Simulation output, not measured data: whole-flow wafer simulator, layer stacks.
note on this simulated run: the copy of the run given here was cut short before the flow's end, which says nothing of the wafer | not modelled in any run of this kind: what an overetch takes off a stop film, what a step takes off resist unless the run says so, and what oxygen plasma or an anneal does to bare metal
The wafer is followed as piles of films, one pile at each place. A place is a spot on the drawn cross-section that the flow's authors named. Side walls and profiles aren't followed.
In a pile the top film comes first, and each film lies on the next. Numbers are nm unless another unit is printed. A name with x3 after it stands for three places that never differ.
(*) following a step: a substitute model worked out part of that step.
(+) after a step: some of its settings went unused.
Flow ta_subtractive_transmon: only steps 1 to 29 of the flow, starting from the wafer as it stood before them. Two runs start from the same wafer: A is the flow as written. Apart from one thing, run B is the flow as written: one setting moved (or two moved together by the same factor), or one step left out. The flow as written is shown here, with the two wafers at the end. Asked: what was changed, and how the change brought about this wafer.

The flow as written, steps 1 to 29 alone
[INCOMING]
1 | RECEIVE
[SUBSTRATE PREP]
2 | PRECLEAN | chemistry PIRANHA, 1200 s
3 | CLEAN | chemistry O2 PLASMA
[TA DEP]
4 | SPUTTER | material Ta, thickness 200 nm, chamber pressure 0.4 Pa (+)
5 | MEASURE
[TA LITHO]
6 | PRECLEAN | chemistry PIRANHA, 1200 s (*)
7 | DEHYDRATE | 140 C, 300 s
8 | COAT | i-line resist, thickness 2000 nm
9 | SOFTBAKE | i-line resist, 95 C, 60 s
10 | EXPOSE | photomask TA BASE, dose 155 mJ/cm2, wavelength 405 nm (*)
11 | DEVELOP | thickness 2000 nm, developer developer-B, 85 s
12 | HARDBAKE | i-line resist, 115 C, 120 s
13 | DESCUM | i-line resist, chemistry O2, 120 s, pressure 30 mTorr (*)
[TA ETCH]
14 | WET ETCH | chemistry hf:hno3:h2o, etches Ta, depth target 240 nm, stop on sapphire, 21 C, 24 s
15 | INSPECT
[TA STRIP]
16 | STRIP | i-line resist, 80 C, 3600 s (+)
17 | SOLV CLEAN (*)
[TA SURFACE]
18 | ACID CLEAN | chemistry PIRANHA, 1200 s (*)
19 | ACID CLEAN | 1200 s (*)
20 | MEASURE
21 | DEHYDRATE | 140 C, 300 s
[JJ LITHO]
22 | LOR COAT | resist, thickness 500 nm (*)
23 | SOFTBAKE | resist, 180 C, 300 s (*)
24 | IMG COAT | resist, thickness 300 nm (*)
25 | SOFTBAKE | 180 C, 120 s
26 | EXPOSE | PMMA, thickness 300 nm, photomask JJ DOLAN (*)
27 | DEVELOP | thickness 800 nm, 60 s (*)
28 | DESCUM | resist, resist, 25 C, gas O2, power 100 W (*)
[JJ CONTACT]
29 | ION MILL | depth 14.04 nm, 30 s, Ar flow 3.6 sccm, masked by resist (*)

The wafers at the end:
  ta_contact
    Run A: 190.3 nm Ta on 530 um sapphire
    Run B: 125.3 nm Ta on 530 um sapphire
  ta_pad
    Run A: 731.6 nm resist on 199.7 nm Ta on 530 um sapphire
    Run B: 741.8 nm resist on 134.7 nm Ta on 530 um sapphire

The reason: step 4, SPUTTER: thickness 135 nm was run, whereas the flow has thickness 200 nm.

Step by step, how the change led to this:
  4 | SPUTTER | material Ta, thickness 200 nm, chamber pressure 0.4 Pa (+)
      field x2, jj_line, lead, ta_contact, ta_pad: A Ta gains 200 (new film) | B Ta gains 135 (new film)
  14 | WET ETCH | chemistry hf:hno3:h2o, etches Ta, depth target 240 nm, stop on sapphire, 21 C, 24 s
      field x2, jj_line, lead: A Ta loses 200 (all of it) | B Ta loses 135 (all of it)
  22 | LOR COAT | resist, thickness 500 nm (*)
      lead: A resist gains 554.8 (new film) | B resist gains 537.9 (new film)
      ta_contact: A resist gains 443.8 (new film) | B resist gains 460.9 (new film)
  24 | IMG COAT | resist, thickness 300 nm (*)
      ta_pad: A resist gains 281.3 | B resist gains 287.2
  27 | DEVELOP | thickness 800 nm, 60 s (*)
      lead: A resist loses 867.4 (all of it) | B resist loses 846.3 (all of it)
      ta_contact: A resist loses 731.2 (all of it) | B resist loses 752.6 (all of it)
